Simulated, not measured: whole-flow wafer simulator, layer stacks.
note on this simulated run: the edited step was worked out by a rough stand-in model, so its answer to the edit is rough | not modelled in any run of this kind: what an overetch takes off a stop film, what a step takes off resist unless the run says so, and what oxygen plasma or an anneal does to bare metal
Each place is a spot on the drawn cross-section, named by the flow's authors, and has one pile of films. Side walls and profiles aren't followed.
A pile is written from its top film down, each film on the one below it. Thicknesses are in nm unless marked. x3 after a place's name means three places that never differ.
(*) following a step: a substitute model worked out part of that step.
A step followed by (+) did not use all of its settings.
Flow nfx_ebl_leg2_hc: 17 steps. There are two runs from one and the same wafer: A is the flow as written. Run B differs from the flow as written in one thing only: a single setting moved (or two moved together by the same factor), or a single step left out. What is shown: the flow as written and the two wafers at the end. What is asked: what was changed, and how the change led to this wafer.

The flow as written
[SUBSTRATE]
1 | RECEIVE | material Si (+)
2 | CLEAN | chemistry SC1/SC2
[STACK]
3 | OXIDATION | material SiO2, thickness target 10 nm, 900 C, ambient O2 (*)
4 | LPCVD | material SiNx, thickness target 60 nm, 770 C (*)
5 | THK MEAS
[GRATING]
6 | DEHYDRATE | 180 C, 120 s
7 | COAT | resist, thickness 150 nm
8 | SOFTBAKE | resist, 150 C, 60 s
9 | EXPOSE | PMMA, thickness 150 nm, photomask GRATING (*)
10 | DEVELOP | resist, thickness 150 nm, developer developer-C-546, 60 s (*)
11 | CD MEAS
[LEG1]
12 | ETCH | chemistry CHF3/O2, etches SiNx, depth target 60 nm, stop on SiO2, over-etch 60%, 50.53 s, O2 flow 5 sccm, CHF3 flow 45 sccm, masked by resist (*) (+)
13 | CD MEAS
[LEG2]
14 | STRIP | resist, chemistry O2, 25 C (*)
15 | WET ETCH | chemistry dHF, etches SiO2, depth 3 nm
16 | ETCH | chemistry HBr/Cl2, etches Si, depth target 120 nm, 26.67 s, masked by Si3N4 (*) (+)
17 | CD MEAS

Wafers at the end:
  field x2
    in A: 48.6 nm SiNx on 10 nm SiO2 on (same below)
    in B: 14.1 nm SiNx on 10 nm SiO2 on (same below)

The reason: step 4, LPCVD: thickness target 25.5 nm was run, whereas the flow has thickness target 60 nm.

Step by step, how the change led to this:
  4 | LPCVD | material SiNx, thickness target 60 nm, 770 C (*)
      field x2, pad x2: A +60 SiNx (new film) | B +25.5 SiNx (new film)
  12 | ETCH | chemistry CHF3/O2, etches SiNx, depth target 60 nm, stop on SiO2, over-etch 60%, 50.53 s, O2 flow 5 sccm, CHF3 flow 45 sccm, masked by resist (*) (+)
      pad x2: A -60 SiNx (all of it), -10 SiO2 (all of it) | B -25.5 SiNx (all of it), -10 SiO2 (all of it)
